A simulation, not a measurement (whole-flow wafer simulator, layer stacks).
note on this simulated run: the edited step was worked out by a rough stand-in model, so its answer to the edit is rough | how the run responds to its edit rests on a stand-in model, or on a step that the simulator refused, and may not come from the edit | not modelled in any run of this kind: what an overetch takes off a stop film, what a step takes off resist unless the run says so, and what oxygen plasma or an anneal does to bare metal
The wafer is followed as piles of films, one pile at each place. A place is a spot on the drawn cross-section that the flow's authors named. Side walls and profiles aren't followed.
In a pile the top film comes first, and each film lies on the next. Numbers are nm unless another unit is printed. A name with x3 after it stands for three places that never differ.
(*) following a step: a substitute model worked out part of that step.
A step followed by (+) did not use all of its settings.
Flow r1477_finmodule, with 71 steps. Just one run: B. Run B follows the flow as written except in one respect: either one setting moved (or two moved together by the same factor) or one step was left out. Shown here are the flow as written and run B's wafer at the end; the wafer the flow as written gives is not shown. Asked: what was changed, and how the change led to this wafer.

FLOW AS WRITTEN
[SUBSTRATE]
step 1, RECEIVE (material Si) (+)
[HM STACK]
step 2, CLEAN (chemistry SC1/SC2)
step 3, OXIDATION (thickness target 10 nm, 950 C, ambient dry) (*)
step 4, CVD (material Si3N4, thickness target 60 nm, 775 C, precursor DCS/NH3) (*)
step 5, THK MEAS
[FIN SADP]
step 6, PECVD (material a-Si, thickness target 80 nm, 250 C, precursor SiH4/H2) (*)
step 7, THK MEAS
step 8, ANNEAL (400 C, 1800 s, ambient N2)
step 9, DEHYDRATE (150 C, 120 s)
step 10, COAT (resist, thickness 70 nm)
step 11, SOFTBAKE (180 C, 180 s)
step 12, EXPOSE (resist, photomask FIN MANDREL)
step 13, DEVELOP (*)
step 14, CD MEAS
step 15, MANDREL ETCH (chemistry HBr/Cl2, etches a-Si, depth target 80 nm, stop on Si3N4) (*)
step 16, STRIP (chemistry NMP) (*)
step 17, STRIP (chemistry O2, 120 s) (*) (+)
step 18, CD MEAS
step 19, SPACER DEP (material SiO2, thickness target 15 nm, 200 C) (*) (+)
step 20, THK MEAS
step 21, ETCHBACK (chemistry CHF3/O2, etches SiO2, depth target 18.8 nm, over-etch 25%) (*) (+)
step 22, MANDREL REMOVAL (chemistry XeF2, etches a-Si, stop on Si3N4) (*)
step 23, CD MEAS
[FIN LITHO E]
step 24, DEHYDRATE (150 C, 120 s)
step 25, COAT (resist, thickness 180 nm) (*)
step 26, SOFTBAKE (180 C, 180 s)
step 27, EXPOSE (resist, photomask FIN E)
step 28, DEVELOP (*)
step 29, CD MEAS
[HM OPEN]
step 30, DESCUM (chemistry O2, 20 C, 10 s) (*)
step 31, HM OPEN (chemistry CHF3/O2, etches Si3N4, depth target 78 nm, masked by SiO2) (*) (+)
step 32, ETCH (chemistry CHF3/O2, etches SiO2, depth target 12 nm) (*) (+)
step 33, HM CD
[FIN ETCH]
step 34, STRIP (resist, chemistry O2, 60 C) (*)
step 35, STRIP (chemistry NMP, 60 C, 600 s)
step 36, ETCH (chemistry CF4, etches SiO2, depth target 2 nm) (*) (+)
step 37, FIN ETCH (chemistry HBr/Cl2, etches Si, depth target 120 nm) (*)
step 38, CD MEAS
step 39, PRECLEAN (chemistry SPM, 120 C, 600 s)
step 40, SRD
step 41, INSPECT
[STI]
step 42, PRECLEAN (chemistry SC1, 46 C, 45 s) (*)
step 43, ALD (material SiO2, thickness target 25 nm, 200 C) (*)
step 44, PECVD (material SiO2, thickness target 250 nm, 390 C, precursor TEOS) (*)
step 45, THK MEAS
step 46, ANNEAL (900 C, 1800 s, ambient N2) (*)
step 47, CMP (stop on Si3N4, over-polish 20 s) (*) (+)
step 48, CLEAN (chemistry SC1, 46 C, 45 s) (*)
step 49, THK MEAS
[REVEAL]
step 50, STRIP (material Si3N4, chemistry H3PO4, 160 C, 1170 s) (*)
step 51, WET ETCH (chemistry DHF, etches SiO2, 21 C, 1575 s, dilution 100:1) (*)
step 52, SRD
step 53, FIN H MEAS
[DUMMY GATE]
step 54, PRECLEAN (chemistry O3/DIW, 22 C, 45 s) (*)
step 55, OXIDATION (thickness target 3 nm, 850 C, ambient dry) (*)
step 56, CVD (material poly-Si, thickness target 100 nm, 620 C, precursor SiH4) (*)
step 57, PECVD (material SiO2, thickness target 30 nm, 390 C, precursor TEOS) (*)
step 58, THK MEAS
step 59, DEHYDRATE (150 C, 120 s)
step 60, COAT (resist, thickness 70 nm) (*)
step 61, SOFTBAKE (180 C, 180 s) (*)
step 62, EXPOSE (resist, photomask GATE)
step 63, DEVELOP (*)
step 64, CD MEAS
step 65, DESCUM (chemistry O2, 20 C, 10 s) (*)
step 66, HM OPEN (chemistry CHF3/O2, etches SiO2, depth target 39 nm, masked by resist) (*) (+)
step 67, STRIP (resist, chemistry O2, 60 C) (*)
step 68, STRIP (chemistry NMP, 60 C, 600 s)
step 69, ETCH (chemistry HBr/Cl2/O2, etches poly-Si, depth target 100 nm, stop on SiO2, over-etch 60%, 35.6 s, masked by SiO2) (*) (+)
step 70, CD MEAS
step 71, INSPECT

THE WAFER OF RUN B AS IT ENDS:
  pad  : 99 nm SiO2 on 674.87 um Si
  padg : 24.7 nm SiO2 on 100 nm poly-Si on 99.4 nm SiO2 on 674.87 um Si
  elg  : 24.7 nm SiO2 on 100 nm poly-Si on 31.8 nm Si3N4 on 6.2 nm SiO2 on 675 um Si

The reason: step 3, OXIDATION: thickness target 6.2 nm was run, while the flow as written has thickness target 10 nm.
One can read it off the wafer: elg has SiO2 6.2, and step 3 as written asks for 10 nm.

The path from the change to this, step by step:
  step 3, OXIDATION (thickness target 10 nm, 950 C, ambient dry) (*)
      pad, padg, elg and 33 more: +6.2 SiO2 (new film), -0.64 chemical SiO2 (all of it), -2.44 Si (in the flow as written it would be: +10 SiO2 (new film), -0.64 chemical SiO2 (all of it), -4.12 Si)
  step 31, HM OPEN (chemistry CHF3/O2, etches Si3N4, depth target 78 nm, masked by SiO2) (*) (+)
      s40cg, s45cg, s50cg, s40co, s45co, s50co: -60 Si3N4 (all of it), -6.2 SiO2 (all of it) (in the flow as written it would be: -60 Si3N4 (all of it), -9 SiO2)
      pad, padg, esg and 13 more: -56.4 Si3N4 (all of it), -6.2 SiO2 (all of it) (in the flow as written it would be: -56.4 Si3N4 (all of it), -10 SiO2 (all of it))
  step 32, ETCH (chemistry CHF3/O2, etches SiO2, depth target 12 nm) (*) (+)
      s40cg, s40co: -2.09 Si (in the flow as written it would be: -1 SiO2 (all of it), -2.2 Si)
      s45cg, s45co: -2.12 Si (in the flow as written it would be: -1 SiO2 (all of it), -2.2 Si)
      (also at 2 further places)
  step 47, CMP (stop on Si3N4, over-polish 20 s) (*) (+)
      pad, padg, e40sg and 11 more: -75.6 SiO2 (in the flow as written it would be: -71.8 SiO2)
      eso: -76.2 SiO2 (in the flow as written it would be: -72.4 SiO2)
  step 51, WET ETCH (chemistry DHF, etches SiO2, 21 C, 1575 s, dilution 100:1) (*)
      s40sg_line, s45sg_line, s50sg_line, s40so_line, s45so_line, s50so_line: -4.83 SiO2 (all of it) (in the flow as written it would be: -8.63 SiO2 (all of it))
  step 56, CVD (material poly-Si, thickness target 100 nm, 620 C, precursor SiH4) (*)
      s40cg, s40co: +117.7 poly-Si (new film) (in the flow as written it would be: +113.9 poly-Si (new film))
      s45cg, s45co: +117.2 poly-Si (new film) (in the flow as written it would be: +113.4 poly-Si (new film))
      (also at 2 further places)
  step 60, COAT (resist, thickness 70 nm) (*)
      s40sg, s40so: +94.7 resist (new film) (in the flow as written it would be: +91 resist (new film))
      s45sg, s45so: +94.6 resist (new film) (in the flow as written it would be: +91 resist (new film))
      (also at 2 further places)
  step 63, DEVELOP (*)
      s40so: -94.7 resist (all of it) (in the flow as written it would be: -91 resist (all of it))
      s45so: -94.6 resist (all of it) (in the flow as written it would be: -91 resist (all of it))
      (also at 1 further place)
  step 67, STRIP (resist, chemistry O2, 60 C) (*)
      s40sg: -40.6 resist (all of it) (in the flow as written it would be: -36.9 resist (all of it))
      s45sg: -40.5 resist (all of it) (in the flow as written it would be: -36.9 resist (all of it))
      (also at 1 further place)
  step 69, ETCH (chemistry HBr/Cl2/O2, etches poly-Si, depth target 100 nm, stop on SiO2, over-etch 60%, 35.6 s, masked by SiO2) (*) (+)
      s40co: -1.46 chemical SiO2 (all of it), -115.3 poly-Si (all of it), -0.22 SiO2 (in the flow as written it would be: -1.46 chemical SiO2 (all of it), -111.5 poly-Si (all of it), -0.24 SiO2)
      s45co: -1.46 chemical SiO2 (all of it), -114.7 poly-Si (all of it), -0.23 SiO2 (in the flow as written it would be: -1.46 chemical SiO2 (all of it), -110.9 poly-Si (all of it), -0.25 SiO2)
      (also at 1 further place)
